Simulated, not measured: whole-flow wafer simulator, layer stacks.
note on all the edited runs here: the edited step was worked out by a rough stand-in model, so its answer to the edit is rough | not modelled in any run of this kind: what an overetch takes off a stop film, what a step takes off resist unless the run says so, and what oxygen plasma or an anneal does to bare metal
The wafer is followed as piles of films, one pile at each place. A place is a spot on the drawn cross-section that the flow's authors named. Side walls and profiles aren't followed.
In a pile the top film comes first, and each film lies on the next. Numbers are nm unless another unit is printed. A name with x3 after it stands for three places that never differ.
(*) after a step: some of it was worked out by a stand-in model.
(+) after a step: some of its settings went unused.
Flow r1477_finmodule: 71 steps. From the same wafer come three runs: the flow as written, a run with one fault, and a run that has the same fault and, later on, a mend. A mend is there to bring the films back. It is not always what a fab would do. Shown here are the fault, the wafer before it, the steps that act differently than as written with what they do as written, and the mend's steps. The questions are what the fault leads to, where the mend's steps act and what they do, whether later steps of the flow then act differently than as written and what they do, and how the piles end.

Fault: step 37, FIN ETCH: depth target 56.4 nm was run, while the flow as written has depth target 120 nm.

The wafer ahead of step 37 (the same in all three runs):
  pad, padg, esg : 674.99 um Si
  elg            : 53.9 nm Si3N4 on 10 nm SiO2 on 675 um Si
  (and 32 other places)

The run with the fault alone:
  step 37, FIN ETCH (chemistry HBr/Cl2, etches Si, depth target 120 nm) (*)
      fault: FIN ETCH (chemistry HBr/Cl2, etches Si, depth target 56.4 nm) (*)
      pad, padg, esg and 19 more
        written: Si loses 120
        fault: Si loses 56.4
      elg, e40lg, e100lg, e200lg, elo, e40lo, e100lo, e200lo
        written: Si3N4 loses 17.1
        fault: Si3N4 loses 8.06
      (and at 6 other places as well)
  Steps later in the flow that act otherwise than as written (not shown: 4 more steps that differ only slightly, by at most 2% or 0.5 nm, whichever is larger):
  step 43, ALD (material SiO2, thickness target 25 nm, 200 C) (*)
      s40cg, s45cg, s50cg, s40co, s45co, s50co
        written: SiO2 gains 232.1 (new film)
        fault: SiO2 gains 173.4 (new film)
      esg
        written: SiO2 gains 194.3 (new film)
        fault: SiO2 gains 139.7 (new film)
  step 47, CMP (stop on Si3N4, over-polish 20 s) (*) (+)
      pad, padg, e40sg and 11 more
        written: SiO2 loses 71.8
        fault: SiO2 loses 135.4
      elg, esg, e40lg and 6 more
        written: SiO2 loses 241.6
        fault: SiO2 loses 250.7
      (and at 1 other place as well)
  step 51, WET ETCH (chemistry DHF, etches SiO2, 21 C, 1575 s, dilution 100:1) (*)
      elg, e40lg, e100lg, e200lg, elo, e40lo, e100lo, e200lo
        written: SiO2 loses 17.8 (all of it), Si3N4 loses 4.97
        fault: SiO2 loses 8.76 (all of it), Si3N4 loses 5.71
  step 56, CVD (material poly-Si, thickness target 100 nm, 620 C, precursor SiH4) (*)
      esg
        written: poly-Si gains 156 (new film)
        fault: poly-Si gains 164.3 (new film)
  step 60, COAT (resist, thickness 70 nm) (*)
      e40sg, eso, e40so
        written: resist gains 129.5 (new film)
        fault: resist gains 137.3 (new film)
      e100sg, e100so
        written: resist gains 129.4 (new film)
        fault: resist gains 137.2 (new film)
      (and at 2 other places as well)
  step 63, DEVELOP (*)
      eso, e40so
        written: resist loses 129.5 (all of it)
        fault: resist loses 137.3 (all of it)
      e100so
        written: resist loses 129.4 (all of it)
        fault: resist loses 137.2 (all of it)
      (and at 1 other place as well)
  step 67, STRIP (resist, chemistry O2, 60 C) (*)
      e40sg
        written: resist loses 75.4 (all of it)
        fault: resist loses 83.2 (all of it)
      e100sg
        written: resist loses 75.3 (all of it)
        fault: resist loses 83.1 (all of it)
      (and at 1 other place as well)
  By the end, the piles at pad, padg, elg and 27 more depart from the flow's by more than 2% or 0.5 nm, whichever is larger.
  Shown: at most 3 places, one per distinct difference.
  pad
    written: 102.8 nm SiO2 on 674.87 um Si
    fault: 39.4 nm SiO2 on 674.94 um Si
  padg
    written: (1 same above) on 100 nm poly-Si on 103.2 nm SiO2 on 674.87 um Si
    fault: (1 same above) on 100 nm poly-Si on 39.9 nm SiO2 on 674.94 um Si
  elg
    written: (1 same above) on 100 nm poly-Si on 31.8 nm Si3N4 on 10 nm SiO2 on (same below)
    fault: (1 same above) on 100 nm poly-Si on 40.1 nm Si3N4 on 10 nm SiO2 on (same below)

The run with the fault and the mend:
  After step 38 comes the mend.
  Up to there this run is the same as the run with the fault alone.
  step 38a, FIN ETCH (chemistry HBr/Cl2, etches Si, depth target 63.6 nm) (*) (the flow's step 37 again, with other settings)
      pad, padg, esg and 19 more
        Si loses 63.6
      elg, e40lg, e100lg, e200lg, elo, e40lo, e100lo, e200lo
        Si3N4 loses 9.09
      s40sg_line, s45sg_line, s50sg_line, s40so_line, s45so_line, s50so_line
        SiO2 loses 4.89
  Every later step of the flow that is run acts as written at every place that is followed.
  At every place that both follow, the piles at the end match the flow's.
